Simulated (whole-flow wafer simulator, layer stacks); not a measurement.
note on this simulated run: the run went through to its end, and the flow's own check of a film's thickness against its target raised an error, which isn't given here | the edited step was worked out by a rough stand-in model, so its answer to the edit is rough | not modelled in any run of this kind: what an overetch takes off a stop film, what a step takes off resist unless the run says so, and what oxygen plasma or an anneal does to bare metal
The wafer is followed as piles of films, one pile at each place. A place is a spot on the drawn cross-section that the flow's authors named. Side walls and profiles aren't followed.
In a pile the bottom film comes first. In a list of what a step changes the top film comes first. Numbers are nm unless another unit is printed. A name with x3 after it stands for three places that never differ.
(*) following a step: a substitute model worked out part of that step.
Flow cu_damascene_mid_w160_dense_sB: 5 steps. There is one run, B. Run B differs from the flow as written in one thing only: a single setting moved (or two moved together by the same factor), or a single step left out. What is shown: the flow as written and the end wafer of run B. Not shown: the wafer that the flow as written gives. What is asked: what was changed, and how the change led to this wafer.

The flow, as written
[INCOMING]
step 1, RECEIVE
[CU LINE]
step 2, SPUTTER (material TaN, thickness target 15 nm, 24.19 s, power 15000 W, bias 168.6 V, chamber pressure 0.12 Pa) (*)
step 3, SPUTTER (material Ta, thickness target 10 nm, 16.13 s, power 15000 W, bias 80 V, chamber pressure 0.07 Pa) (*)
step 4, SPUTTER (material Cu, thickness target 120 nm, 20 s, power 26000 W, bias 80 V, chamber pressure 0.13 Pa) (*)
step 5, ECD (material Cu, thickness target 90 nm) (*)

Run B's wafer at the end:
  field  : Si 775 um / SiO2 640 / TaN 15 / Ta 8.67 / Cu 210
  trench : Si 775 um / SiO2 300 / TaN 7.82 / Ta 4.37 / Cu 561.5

Cause: step 3, SPUTTER: power 13000 W was run, while the flow as written has power 15000 W.

How this came from the change, step by step:
  step 3, SPUTTER (material Ta, thickness target 10 nm, 16.13 s, power 15000 W, bias 80 V, chamber pressure 0.07 Pa) (*)
      field: Ta gains 8.67 (new film) (it would be, as written: Ta gains 10 (new film))
      trench: Ta gains 4.37 (new film) (it would be, as written: Ta gains 5.14 (new film))
